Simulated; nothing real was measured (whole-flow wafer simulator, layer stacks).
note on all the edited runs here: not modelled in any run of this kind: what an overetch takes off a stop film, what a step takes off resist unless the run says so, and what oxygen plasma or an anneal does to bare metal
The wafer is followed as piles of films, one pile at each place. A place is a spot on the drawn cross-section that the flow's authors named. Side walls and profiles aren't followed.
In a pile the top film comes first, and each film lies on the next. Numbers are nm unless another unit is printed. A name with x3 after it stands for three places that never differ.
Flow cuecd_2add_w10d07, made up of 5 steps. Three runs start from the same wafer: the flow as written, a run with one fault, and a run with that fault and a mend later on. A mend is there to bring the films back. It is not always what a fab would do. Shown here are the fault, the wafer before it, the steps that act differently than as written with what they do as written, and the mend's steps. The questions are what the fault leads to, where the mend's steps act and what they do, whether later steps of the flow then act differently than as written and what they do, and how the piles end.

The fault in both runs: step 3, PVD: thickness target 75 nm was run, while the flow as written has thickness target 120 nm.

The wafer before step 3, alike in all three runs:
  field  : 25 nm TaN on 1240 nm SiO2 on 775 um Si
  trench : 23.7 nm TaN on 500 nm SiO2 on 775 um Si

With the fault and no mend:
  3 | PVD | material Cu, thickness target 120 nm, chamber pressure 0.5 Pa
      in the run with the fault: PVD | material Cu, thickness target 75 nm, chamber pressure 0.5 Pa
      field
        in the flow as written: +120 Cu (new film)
        in the run with the fault: +75 Cu (new film)
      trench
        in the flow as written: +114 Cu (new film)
        in the run with the fault: +71.2 Cu (new film)
  Every later step of the flow that is run acts as written at every place that is followed.
  The piles end different from the flow's at field, trench by more than 2% or 0.5 nm, whichever is larger.
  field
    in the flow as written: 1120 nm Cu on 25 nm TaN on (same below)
    in the run with the fault: 1075 nm Cu on 25 nm TaN on (same below)
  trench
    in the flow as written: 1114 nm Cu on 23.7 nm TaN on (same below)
    in the run with the fault: 1071.2 nm Cu on 23.7 nm TaN on (same below)

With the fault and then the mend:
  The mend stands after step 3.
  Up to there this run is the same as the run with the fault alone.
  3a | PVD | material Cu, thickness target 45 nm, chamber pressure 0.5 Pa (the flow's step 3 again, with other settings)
      field
        +45 Cu
      trench
        +42.6 Cu
  Every later step of the flow that is run acts as written at every place that is followed.
  The piles end only slightly different from the flow's at the places that both follow, by no more than 2% or 0.5 nm, whichever is larger.
